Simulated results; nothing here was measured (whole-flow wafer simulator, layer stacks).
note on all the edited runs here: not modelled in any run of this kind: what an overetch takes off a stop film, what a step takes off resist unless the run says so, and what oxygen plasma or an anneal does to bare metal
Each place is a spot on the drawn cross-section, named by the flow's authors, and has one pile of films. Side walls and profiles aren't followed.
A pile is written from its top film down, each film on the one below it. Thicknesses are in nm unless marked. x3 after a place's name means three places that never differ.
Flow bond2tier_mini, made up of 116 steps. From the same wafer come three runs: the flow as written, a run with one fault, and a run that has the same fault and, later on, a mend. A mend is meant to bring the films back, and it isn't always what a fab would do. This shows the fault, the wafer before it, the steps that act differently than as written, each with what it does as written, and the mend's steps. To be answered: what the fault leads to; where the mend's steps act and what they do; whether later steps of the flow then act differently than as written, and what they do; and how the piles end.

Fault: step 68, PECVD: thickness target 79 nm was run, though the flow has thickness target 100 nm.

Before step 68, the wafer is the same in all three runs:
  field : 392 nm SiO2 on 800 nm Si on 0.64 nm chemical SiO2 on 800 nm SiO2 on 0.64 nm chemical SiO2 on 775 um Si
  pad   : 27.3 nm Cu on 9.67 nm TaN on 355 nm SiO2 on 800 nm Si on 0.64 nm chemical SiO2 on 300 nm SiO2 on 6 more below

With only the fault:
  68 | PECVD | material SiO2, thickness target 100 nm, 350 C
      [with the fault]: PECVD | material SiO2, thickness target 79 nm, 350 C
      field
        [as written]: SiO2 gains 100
        [with the fault]: SiO2 gains 79
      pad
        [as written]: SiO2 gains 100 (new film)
        [with the fault]: SiO2 gains 79 (new film)
  Steps further on in the flow that do not act as written (2 other steps are not shown; they differ only slightly, by no more than 2% or 0.5 nm, whichever is larger):
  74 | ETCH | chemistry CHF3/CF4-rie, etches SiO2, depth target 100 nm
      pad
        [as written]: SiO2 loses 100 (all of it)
        [with the fault]: SiO2 loses 79 (all of it), Cu loses 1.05
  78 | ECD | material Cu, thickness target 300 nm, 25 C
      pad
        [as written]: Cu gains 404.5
        [with the fault]: Cu gains 383.6
  By the end, the piles at field, pad depart from the flow's by more than 2% or 0.5 nm, whichever is larger.
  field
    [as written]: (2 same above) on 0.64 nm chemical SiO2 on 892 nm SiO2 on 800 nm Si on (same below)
    [with the fault]: (2 same above) on 0.64 nm chemical SiO2 on 871 nm SiO2 on 800 nm Si on (same below)
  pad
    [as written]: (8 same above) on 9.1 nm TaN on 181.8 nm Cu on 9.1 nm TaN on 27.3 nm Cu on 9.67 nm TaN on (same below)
    [with the fault]: (8 same above) on 9.1 nm TaN on 161.6 nm Cu on 9.32 nm TaN on 26.3 nm Cu on 9.67 nm TaN on (same below)

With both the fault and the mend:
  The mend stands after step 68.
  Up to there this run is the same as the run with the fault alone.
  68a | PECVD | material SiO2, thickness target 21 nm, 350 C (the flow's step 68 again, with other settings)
      field, pad
        SiO2 gains 21
  None of the later steps of the flow acts differently than as written at any place that is followed.
  By the end, the piles equal the flow's at every place that both follow.
